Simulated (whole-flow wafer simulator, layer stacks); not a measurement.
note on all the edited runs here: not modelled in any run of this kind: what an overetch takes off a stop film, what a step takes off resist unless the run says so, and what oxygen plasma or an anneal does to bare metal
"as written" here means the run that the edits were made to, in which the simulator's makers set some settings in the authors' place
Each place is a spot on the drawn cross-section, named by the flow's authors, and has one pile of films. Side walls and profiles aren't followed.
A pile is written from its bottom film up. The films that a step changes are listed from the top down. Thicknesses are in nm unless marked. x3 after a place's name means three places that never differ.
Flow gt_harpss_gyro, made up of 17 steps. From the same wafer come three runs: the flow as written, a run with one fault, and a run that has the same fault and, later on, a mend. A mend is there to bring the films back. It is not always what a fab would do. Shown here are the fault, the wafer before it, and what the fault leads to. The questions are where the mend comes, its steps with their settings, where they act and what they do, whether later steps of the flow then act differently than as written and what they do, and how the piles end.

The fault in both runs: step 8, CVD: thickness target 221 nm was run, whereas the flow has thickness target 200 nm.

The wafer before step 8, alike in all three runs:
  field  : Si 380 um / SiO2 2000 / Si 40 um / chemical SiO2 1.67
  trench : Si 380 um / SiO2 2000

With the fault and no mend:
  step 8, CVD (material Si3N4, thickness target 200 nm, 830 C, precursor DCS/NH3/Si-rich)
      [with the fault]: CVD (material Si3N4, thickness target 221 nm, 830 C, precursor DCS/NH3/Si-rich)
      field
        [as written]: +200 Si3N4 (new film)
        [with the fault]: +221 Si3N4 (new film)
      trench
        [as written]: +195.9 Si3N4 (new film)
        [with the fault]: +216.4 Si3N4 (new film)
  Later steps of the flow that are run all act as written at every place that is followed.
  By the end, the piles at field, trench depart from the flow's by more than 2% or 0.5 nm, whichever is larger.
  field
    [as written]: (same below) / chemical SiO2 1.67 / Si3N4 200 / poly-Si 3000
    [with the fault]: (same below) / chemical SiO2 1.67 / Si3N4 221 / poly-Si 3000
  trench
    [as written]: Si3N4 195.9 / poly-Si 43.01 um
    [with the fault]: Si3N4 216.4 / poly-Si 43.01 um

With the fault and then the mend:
  The mend follows step 8.
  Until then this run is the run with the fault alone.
  step 8a, ETCH (chemistry h3po4, depth target 254.1 nm)
      field
        -221 Si3N4 (all of it)
      trench
        -216.4 Si3N4 (all of it)
  step 8b, CLEAN (chemistry SPM) (the flow's step 1 again)
      alters no film at any place that is followed
  step 8c, CVD (material Si3N4, thickness target 200 nm, 830 C, precursor DCS/NH3/Si-rich) (the flow's step 8 again)
      field
        +200 Si3N4 (new film)
      trench
        +195.9 Si3N4 (new film)
  Later steps of the flow that are run all act as written at every place that is followed.
  The piles end the same as the flow's at every place that both follow.
